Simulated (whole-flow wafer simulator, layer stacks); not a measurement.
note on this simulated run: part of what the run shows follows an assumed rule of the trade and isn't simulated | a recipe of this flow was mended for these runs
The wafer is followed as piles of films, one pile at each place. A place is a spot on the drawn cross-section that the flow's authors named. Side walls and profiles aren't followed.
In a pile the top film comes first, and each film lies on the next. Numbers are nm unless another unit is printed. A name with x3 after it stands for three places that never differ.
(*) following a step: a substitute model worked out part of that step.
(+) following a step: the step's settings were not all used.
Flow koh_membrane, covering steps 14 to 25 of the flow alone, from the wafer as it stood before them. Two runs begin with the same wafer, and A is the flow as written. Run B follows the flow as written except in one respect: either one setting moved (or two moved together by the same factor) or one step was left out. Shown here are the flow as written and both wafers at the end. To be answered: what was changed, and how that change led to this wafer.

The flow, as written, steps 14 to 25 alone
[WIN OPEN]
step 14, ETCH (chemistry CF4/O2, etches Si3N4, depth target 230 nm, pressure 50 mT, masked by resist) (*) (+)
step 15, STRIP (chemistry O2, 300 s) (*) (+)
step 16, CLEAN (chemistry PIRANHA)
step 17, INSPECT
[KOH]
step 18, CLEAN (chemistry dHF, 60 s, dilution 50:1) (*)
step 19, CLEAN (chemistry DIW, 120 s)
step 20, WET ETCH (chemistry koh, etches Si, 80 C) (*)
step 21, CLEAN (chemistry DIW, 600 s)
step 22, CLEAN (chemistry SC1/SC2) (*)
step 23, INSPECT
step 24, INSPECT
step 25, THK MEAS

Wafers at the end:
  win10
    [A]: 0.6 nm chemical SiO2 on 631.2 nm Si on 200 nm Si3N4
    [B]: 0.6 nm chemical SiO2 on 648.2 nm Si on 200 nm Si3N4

What caused this: step 14, ETCH: depth target 213 nm was run, whereas the flow has depth target 230 nm.

The path from the change to this, step by step:
  step 14, ETCH (chemistry CF4/O2, etches Si3N4, depth target 230 nm, pressure 50 mT, masked by resist) (*) (+)
      win20 x4, win10: A Si3N4 loses 200 (all of it), chemical SiO2 loses 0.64 (all of it), Si loses 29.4 | B Si3N4 loses 200 (all of it), chemical SiO2 loses 0.64 (all of it), Si loses 12.4
      field: A i-line-resist loses 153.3 | B i-line-resist loses 142
